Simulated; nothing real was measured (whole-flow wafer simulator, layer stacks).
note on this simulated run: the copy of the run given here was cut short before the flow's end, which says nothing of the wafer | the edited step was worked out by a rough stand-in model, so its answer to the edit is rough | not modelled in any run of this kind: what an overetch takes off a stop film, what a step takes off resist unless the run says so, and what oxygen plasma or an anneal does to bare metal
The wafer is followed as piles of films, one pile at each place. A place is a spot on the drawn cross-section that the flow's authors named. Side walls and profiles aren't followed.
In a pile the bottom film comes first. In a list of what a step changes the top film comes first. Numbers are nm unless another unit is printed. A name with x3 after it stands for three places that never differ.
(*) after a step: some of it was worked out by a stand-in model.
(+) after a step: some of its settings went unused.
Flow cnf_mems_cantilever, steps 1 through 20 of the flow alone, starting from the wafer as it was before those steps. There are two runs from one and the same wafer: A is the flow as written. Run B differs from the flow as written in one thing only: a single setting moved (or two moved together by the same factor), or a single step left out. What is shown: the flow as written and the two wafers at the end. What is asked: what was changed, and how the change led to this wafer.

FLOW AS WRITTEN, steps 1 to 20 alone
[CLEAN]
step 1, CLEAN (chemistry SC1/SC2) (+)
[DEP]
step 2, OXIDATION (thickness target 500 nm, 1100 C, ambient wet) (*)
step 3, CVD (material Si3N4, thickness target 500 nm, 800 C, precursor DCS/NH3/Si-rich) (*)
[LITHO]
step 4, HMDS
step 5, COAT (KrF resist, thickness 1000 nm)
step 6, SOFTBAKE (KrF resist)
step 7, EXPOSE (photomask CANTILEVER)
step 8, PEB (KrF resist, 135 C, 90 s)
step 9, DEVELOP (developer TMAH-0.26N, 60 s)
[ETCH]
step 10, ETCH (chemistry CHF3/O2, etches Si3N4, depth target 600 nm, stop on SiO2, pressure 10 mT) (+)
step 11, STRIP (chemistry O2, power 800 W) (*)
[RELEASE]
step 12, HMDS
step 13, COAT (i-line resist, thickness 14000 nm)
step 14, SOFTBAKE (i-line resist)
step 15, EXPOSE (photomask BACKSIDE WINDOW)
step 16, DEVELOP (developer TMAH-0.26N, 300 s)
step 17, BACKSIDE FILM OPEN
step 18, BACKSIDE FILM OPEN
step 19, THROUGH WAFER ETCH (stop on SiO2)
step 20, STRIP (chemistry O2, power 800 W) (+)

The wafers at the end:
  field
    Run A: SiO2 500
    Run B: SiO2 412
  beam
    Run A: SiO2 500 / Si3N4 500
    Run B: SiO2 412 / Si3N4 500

What caused this: step 2, OXIDATION: thickness target 412 nm was run, though the flow has thickness target 500 nm.
The wafer lets one read it off: field has SiO2 412, and step 2 as written asks for 500 nm.

Step by step, how the change led to this:
  step 2, OXIDATION (thickness target 500 nm, 1100 C, ambient wet) (*)
      field, beam: A +500 SiO2 (new film), -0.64 chemical SiO2 (all of it), -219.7 Si | B +412 SiO2 (new film), -0.64 chemical SiO2 (all of it), -181 Si
  step 19, THROUGH WAFER ETCH (stop on SiO2)
      field: A under 1 film: -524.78 um Si (all of it) | B under 1 film: -524.82 um Si (all of it)
      beam: A under 2 films: -524.78 um Si (all of it) | B under 2 films: -524.82 um Si (all of it)
